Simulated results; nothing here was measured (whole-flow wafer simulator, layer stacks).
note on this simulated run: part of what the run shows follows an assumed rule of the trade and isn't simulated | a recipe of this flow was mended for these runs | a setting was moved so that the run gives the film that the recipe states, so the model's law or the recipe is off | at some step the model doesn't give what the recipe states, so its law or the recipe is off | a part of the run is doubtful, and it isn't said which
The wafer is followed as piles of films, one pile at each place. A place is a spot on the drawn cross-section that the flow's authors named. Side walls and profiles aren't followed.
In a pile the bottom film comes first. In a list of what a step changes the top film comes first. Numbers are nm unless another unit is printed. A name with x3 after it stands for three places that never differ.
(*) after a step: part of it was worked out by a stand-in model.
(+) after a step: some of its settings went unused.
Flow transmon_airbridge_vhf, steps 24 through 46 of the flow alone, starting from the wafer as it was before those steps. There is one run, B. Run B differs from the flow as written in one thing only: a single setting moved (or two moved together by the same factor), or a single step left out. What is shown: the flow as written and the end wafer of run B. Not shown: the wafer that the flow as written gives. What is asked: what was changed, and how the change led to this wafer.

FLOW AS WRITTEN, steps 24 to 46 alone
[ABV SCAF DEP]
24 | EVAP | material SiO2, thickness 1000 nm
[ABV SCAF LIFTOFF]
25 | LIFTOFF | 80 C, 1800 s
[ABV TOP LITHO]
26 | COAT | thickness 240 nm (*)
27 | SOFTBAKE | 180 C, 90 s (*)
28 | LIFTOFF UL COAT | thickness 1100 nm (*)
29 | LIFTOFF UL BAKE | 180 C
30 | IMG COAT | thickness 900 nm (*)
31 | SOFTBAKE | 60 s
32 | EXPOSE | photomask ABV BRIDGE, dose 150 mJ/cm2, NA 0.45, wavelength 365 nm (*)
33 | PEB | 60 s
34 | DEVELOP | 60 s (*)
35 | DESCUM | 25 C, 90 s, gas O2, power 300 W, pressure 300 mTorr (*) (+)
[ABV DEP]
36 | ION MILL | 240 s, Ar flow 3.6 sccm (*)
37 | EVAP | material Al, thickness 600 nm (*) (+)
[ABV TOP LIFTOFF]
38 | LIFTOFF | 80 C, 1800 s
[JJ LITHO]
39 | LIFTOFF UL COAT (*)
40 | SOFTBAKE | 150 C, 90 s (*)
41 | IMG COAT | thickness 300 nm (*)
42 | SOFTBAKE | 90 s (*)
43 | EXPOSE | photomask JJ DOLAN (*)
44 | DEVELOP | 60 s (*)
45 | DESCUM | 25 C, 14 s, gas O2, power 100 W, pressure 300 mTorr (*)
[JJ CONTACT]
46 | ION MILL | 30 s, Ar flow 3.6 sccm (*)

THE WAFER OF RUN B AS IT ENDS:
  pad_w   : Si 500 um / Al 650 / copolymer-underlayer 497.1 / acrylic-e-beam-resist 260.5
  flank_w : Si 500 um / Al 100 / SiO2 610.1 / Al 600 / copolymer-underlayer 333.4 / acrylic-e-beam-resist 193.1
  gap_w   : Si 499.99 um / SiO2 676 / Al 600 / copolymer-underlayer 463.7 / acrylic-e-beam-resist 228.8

Cause: step 24, EVAP: thickness 700 nm was run, though the flow has thickness 1000 nm.

How this came from the change, step by step:
  24 | EVAP | material SiO2, thickness 1000 nm
      field x3, jj_line, ground_far and 10 more: SiO2 gains 700 (new film) (as written it would have been: SiO2 gains 1000 (new film))
      flank_w, flank_e: SiO2 gains 634.1 (new film) (as written it would have been: SiO2 gains 905.8 (new film))
  25 | LIFTOFF | 80 C, 1800 s
      field x3, jj_line, trace_open_s x2: SiO2 loses 700 (all of it), i-line-resist loses 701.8 (all of it), lift-off-underlayer loses 1100 (all of it), acrylic-e-beam-resist loses 240 (all of it) (as written it would have been: SiO2 loses 1000 (all of it), i-line-resist loses 701.8 (all of it), lift-off-underlayer loses 1100 (all of it), acrylic-e-beam-resist loses 240 (all of it))
      pad_w, pad_e: SiO2 loses 700 (all of it), i-line-resist loses 696.3 (all of it), lift-off-underlayer loses 1089.9 (all of it), acrylic-e-beam-resist loses 239.3 (all of it) (as written it would have been: SiO2 loses 1000 (all of it), i-line-resist loses 696.3 (all of it), lift-off-underlayer loses 1089.9 (all of it), acrylic-e-beam-resist loses 239.3 (all of it))
      (also at 1 further place)
  26 | COAT | thickness 240 nm (*)
      flank_w, flank_e: acrylic-e-beam-resist gains 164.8 (new film) (as written it would have been: acrylic-e-beam-resist gains 155.2 (new film))
      gap_w, gap_e: acrylic-e-beam-resist gains 224.2 (new film) (as written it would have been: acrylic-e-beam-resist gains 211.2 (new film))
      (also at 6 further places)
  28 | LIFTOFF UL COAT | thickness 1100 nm (*)
      margin_s, margin_n: lift-off-underlayer gains 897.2 (new film) (as written it would have been: lift-off-underlayer gains 823.4 (new film))
      pad_w: lift-off-underlayer gains 1199.2 (new film) (as written it would have been: lift-off-underlayer gains 1246.2 (new film))
      (also at 7 further places)
  30 | IMG COAT | thickness 900 nm (*)
      gap_w, gap_e: i-line-resist gains 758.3 (new film) (as written it would have been: i-line-resist gains 685.3 (new film))
      margin_s, margin_n: i-line-resist gains 697.8 (new film) (as written it would have been: i-line-resist gains 603.2 (new film))
      (also at 7 further places)
  33 | PEB | 60 s
      flank_w, flank_e: i-line-resist loses 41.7 (as written it would have been: i-line-resist loses 38.8)
      gap_w, gap_e: i-line-resist loses 38.9 (as written it would have been: i-line-resist loses 35)
      (also at 7 further places)
  34 | DEVELOP | 60 s (*)
      pad_w: i-line-resist loses 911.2 (all of it), lift-off-underlayer loses 1199.2 (all of it) (as written it would have been: i-line-resist loses 937.3 (all of it), lift-off-underlayer loses 1246.2 (all of it))
      flank_w: i-line-resist loses 768.7 (all of it), lift-off-underlayer loses 904.9 (all of it) (as written it would have been: i-line-resist loses 716.4 (all of it), lift-off-underlayer loses 832.3 (all of it))
      (also at 6 further places)
  35 | DESCUM | 25 C, 90 s, gas O2, power 300 W, pressure 300 mTorr (*) (+)
      field x3, jj_line, ground_far, trace_open_s x2, margin_s, margin_n: i-line-resist loses 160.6 (as written it would have been: i-line-resist loses 167.2)
      flank_w, flank_e: acrylic-e-beam-resist loses 164.8 (all of it) (as written it would have been: acrylic-e-beam-resist loses 155.2 (all of it))
      (also at 6 further places)
  38 | LIFTOFF | 80 C, 1800 s
      margin_s, margin_n: Al loses 600 (all of it), i-line-resist loses 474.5 (all of it), lift-off-underlayer loses 897.2 (all of it), acrylic-e-beam-resist loses 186 (all of it) (as written it would have been: Al loses 600 (all of it), i-line-resist loses 378.2 (all of it), lift-off-underlayer loses 823.4 (all of it), acrylic-e-beam-resist loses 168.6 (all of it))
      ground_far: Al loses 600 (all of it), i-line-resist loses 745.9 (all of it), lift-off-underlayer loses 1126.5 (all of it), acrylic-e-beam-resist loses 247.8 (all of it) (as written it would have been: Al loses 600 (all of it), i-line-resist loses 776.6 (all of it), lift-off-underlayer loses 1134.8 (all of it), acrylic-e-beam-resist loses 250.1 (all of it))
  39 | LIFTOFF UL COAT (*)
      pad_w, pad_e: copolymer-underlayer gains 497.1 (new film) (as written it would have been: copolymer-underlayer gains 513.6 (new film))
      flank_w, flank_e: copolymer-underlayer gains 333.4 (new film) (as written it would have been: copolymer-underlayer gains 308 (new film))
      (also at 6 further places)
  41 | IMG COAT | thickness 300 nm (*)
      pad_w, pad_e: acrylic-e-beam-resist gains 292 (new film) (as written it would have been: acrylic-e-beam-resist gains 300.2 (new film))
      flank_w, flank_e: acrylic-e-beam-resist gains 224.6 (new film) (as written it would have been: acrylic-e-beam-resist gains 217.1 (new film))
      (also at 6 further places)
